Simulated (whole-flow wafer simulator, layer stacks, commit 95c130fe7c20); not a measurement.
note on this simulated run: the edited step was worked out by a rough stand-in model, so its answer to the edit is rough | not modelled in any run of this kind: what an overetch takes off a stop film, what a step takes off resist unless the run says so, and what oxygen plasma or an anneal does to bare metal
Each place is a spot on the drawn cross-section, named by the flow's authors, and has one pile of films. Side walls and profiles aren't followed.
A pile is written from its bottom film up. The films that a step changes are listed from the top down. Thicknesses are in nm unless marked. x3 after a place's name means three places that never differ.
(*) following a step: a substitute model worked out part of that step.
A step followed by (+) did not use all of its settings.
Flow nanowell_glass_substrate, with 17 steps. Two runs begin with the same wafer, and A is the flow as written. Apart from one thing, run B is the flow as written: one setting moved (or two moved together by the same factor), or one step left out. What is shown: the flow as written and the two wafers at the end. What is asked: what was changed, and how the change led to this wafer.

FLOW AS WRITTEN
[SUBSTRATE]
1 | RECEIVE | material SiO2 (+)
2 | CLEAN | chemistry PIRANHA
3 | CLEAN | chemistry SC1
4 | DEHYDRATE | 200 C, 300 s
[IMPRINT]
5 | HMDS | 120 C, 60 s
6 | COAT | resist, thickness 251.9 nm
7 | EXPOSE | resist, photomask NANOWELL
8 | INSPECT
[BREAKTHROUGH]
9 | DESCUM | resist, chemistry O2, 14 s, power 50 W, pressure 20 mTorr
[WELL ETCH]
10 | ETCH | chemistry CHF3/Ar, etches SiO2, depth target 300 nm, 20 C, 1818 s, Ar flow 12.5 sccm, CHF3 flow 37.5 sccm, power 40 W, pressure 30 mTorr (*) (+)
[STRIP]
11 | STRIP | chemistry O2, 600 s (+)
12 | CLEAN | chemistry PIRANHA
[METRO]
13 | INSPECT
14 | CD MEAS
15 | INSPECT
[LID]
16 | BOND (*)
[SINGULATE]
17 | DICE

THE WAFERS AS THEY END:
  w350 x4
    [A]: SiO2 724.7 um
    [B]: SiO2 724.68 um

What caused this: step 10, ETCH: depth target 315 nm was run, while the flow as written has depth target 300 nm; step 10, ETCH: 1909 s was run, where the flow has 1818 s.

The path from the change to this, step by step:
  10 | ETCH | chemistry CHF3/Ar, etches SiO2, depth target 300 nm, 20 C, 1818 s, Ar flow 12.5 sccm, CHF3 flow 37.5 sccm, power 40 W, pressure 30 mTorr (*) (+)
      w350 x4: A SiO2 loses 300 | B SiO2 loses 315
      land: A resist loses 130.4 | B resist loses 137
  11 | STRIP | chemistry O2, 600 s (+)
      land: A resist loses 125.9 (all of it) | B resist loses 119.4 (all of it)
